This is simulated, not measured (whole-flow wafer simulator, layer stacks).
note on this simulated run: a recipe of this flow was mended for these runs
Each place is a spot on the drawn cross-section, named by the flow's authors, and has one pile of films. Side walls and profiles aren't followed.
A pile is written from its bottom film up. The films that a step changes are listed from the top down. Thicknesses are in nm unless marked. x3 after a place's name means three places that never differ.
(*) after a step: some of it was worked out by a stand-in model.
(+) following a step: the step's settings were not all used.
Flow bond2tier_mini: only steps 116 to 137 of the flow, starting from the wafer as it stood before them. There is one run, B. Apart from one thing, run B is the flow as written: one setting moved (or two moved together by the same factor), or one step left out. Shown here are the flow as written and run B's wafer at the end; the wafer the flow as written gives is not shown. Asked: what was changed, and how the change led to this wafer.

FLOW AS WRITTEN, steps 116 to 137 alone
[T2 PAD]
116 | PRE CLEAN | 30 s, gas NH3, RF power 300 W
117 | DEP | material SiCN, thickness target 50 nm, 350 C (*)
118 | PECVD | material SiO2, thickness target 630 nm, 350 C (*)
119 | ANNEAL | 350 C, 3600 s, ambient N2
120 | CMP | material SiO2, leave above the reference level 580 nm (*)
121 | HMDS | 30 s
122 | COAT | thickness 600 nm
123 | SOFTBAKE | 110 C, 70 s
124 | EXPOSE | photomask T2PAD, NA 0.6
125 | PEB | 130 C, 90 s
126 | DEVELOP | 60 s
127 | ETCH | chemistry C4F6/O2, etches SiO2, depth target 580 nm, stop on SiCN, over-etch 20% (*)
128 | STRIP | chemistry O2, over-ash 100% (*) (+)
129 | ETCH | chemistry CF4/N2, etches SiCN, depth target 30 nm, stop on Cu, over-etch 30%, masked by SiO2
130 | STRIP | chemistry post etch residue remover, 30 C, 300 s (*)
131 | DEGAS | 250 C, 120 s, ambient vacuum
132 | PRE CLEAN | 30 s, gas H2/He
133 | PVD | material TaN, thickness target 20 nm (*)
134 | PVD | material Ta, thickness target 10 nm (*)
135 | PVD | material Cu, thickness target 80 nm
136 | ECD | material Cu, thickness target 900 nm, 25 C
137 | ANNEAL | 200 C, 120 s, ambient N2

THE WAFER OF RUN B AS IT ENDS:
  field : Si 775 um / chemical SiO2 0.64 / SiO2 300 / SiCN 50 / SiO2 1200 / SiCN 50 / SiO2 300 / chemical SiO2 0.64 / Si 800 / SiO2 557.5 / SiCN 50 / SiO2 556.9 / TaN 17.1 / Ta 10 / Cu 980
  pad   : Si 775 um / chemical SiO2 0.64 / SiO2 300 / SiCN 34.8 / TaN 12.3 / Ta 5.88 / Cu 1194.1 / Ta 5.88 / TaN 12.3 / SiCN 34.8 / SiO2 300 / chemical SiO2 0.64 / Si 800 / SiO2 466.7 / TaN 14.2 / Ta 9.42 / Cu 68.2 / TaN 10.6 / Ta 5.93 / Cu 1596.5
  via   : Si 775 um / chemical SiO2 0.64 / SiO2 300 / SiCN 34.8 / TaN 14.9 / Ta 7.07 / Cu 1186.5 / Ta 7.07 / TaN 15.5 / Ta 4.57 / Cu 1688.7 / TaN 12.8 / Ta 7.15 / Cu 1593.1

The reason: step 133, PVD: thickness target 17.1 nm was run, while the flow as written has thickness target 20 nm.
The wafer itself shows it: field has TaN 17.1, and step 133 as written asks for 20 nm.

The path from the change to this, step by step:
  133 | PVD | material TaN, thickness target 20 nm (*)
      field: +17.1 TaN (new film) (in the flow as written it would be: +20 TaN (new film))
      pad: +10.6 TaN (new film) (in the flow as written it would be: +12.3 TaN (new film))
      (and at 1 other place as well)
